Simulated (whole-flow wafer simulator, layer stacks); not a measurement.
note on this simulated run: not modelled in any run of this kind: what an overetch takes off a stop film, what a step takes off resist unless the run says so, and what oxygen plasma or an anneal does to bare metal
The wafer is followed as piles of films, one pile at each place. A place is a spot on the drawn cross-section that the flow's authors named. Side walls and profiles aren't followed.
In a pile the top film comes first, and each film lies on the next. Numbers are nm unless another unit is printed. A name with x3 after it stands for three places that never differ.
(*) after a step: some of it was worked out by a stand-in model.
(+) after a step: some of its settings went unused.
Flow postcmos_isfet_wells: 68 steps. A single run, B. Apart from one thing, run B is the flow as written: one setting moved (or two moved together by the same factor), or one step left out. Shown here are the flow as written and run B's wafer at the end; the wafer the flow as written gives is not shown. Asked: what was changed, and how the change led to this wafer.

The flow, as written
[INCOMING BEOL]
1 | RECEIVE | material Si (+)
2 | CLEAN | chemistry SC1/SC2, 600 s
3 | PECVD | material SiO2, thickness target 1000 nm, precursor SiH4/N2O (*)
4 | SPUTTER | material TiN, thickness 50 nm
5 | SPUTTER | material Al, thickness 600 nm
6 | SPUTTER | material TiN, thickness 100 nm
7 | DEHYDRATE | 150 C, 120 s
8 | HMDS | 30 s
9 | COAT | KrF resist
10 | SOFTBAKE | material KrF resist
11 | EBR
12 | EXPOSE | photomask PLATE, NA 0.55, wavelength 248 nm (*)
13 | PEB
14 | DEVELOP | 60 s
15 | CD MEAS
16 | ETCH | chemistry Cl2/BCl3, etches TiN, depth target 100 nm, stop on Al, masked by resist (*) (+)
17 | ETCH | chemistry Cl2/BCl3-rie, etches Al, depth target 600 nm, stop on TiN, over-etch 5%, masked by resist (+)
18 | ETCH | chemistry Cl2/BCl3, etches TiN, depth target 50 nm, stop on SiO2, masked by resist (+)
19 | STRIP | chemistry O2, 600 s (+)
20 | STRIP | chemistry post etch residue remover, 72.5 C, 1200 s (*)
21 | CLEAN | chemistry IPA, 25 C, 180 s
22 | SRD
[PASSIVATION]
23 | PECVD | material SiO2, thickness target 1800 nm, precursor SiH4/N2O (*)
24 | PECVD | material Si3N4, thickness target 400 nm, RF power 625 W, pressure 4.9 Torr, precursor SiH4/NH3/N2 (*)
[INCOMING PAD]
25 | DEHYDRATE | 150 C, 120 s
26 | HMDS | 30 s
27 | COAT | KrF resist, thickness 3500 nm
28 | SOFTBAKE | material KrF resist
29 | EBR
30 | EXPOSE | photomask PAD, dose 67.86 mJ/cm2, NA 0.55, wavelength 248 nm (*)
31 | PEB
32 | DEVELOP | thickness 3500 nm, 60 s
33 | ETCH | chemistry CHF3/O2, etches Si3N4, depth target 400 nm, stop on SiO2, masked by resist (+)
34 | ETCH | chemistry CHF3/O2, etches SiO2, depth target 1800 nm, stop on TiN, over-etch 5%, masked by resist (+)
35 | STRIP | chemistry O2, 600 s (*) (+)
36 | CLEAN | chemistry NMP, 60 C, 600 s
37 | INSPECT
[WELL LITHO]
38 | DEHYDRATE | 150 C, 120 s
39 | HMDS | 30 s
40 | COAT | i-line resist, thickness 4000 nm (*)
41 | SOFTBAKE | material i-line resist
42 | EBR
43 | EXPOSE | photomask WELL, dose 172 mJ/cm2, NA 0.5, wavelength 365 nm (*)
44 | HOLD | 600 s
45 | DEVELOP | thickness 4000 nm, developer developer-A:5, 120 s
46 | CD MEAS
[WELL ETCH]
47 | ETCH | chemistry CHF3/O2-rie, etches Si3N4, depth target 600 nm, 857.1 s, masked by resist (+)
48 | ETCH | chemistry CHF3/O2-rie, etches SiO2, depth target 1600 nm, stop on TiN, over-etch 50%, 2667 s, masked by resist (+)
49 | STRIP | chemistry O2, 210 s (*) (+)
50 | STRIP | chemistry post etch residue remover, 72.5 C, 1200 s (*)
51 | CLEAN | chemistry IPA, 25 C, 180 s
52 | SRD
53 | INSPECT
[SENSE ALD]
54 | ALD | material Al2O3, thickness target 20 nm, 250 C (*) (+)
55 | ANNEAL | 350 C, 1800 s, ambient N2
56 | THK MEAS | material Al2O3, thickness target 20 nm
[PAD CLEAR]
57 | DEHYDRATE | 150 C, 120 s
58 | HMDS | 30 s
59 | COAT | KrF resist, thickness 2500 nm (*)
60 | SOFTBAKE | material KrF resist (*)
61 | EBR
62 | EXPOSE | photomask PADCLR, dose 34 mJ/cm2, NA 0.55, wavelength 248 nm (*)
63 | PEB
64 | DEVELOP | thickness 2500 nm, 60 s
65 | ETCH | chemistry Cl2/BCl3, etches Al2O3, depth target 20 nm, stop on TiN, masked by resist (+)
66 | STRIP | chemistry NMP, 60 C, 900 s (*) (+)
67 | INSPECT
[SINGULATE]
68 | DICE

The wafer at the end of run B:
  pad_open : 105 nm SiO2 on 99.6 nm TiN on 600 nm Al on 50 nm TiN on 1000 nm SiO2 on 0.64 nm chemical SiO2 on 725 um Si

The reason: step 33, ETCH: depth target 300 nm was run, while the flow as written has depth target 400 nm.

The path from the change to this, step by step:
  33 | ETCH | chemistry CHF3/O2, etches Si3N4, depth target 400 nm, stop on SiO2, masked by resist (+)
      pad_open: -300 Si3N4 (as written it would have been: -400 Si3N4 (all of it))
      field, margin, well900, well1300 x3, pad_rim, pad_clr: -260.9 KrF resist (as written it would have been: -347.8 KrF resist)
  34 | ETCH | chemistry CHF3/O2, etches SiO2, depth target 1800 nm, stop on TiN, over-etch 5%, masked by resist (+)
      pad_open: -100 Si3N4 (all of it), -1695 SiO2 (as written it would have been: -1800 SiO2 (all of it))
  35 | STRIP | chemistry O2, 600 s (*) (+)
      field, margin, well900, well1300 x3, pad_rim, pad_clr: -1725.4 KrF resist (all of it) (as written it would have been: -1638.4 KrF resist (all of it))
  41 | SOFTBAKE | material i-line resist
      pad_clr: -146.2 i-line resist (as written it would have been: -156.7 i-line resist)
      pad_open: +110.7 i-line resist (as written it would have been: +115.3 i-line resist)
  49 | STRIP | chemistry O2, 210 s (*) (+)
      pad_clr: -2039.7 i-line resist (all of it) (as written it would have been: -1996.5 i-line resist (all of it))
  59 | COAT | KrF resist, thickness 2500 nm (*)
      pad_clr: +1726.8 KrF resist (new film) (as written it would have been: +1691.6 KrF resist (new film))
  64 | DEVELOP | thickness 2500 nm, 60 s
      pad_clr: -1717.7 KrF resist (all of it) (as written it would have been: -1682 KrF resist (all of it))
